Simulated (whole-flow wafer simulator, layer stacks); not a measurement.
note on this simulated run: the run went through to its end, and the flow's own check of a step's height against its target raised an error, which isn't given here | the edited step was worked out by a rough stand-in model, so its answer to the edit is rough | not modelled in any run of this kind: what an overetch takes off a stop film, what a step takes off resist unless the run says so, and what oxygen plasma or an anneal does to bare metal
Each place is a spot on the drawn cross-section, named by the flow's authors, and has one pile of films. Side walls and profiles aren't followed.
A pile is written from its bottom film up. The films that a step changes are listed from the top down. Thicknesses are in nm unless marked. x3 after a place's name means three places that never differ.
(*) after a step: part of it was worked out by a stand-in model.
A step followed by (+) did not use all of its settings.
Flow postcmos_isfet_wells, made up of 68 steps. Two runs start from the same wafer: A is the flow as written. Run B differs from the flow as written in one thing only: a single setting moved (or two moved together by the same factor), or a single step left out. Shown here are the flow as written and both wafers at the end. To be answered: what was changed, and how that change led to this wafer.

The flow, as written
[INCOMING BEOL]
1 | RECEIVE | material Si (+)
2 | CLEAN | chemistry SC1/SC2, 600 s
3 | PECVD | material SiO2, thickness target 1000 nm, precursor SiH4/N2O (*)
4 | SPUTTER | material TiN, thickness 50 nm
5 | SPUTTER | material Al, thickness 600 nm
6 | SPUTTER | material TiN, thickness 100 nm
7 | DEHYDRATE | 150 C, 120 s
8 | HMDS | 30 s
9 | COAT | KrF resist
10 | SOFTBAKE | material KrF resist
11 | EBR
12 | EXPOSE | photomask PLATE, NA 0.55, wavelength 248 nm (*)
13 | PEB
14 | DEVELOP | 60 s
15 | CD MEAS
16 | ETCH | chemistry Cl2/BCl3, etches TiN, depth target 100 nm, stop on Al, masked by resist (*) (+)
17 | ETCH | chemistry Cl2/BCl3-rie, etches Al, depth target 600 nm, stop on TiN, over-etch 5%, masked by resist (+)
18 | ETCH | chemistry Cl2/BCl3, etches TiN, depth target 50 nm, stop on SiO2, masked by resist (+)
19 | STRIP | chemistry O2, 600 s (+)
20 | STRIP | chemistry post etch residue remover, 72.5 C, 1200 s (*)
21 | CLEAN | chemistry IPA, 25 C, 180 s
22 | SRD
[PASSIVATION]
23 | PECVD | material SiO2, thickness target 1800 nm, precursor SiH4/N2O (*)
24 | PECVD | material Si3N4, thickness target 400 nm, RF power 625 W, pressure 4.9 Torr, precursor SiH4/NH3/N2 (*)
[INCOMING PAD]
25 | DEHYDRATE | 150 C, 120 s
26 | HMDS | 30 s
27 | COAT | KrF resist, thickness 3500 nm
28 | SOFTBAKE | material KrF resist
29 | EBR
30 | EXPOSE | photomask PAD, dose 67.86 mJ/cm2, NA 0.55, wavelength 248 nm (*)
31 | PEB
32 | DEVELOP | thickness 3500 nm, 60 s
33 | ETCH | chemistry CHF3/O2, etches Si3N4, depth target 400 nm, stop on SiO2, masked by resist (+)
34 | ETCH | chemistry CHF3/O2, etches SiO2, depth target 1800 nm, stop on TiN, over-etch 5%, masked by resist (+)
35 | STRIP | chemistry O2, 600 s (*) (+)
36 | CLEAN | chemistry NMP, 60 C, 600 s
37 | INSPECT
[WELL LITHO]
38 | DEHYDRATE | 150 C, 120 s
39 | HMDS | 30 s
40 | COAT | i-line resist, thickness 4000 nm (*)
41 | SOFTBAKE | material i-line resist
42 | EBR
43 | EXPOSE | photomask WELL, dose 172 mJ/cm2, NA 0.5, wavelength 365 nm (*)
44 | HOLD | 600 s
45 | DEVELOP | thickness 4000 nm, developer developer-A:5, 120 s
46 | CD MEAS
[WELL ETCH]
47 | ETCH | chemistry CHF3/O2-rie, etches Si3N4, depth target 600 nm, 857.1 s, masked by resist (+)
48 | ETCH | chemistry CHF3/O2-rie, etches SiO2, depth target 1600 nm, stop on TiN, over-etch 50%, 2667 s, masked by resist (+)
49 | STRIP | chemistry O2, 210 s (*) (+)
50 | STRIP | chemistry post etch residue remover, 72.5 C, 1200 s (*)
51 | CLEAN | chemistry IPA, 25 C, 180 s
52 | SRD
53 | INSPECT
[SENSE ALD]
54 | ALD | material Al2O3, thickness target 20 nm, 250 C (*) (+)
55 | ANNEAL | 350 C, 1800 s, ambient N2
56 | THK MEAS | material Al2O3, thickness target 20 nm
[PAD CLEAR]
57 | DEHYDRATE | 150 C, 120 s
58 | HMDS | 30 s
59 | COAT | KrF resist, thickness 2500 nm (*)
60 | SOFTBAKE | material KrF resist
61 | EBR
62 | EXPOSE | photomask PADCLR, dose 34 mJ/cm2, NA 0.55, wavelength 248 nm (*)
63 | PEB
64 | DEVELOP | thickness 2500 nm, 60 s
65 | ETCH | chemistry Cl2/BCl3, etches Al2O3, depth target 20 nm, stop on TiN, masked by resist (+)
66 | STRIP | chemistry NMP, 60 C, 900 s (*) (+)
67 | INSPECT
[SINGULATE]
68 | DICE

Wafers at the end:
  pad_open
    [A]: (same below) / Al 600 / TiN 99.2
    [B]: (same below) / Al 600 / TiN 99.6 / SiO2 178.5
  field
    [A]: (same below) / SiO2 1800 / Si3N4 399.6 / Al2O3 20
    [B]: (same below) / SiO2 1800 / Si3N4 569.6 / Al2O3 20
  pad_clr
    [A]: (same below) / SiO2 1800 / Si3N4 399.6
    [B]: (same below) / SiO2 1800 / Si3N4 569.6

Cause: step 24, PECVD: thickness target 570 nm was run, whereas the flow has thickness target 400 nm.

Step by step, how the change led to this:
  24 | PECVD | material Si3N4, thickness target 400 nm, RF power 625 W, pressure 4.9 Torr, precursor SiH4/NH3/N2 (*)
      field, margin, well900, well1300 x3, pad_rim, pad_clr, pad_open: A Si3N4 gains 400 (new film) | B Si3N4 gains 570 (new film)
  33 | ETCH | chemistry CHF3/O2, etches Si3N4, depth target 400 nm, stop on SiO2, masked by resist (+)
      pad_open: A Si3N4 loses 400 (all of it) | B Si3N4 loses 400
  34 | ETCH | chemistry CHF3/O2, etches SiO2, depth target 1800 nm, stop on TiN, over-etch 5%, masked by resist (+)
      pad_open: A SiO2 loses 1800 (all of it) | B Si3N4 loses 170 (all of it), SiO2 loses 1621.5
  47 | ETCH | chemistry CHF3/O2-rie, etches Si3N4, depth target 600 nm, 857.1 s, masked by resist (+)
      well900, well1300 x3: A Si3N4 loses 400 (all of it), SiO2 loses 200 | B Si3N4 loses 570 (all of it), SiO2 loses 30
  48 | ETCH | chemistry CHF3/O2-rie, etches SiO2, depth target 1600 nm, stop on TiN, over-etch 50%, 2667 s, masked by resist (+)
      well900, well1300 x3: A SiO2 loses 1600 (all of it) | B SiO2 loses 1770 (all of it)
  59 | COAT | KrF resist, thickness 2500 nm (*)
      field: A KrF resist gains 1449 (new film) | B KrF resist gains 1367.8 (new film)
      margin: A KrF resist gains 1448.9 (new film) | B KrF resist gains 1367.7 (new film)
  63 | PEB
      field, margin: A KrF resist loses 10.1 | B KrF resist loses 9.51
  66 | STRIP | chemistry NMP, 60 C, 900 s (*) (+)
      field: A KrF resist loses 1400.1 (all of it) | B KrF resist loses 1319.5 (all of it)
      margin: A KrF resist loses 1400.1 (all of it) | B KrF resist loses 1319.4 (all of it)
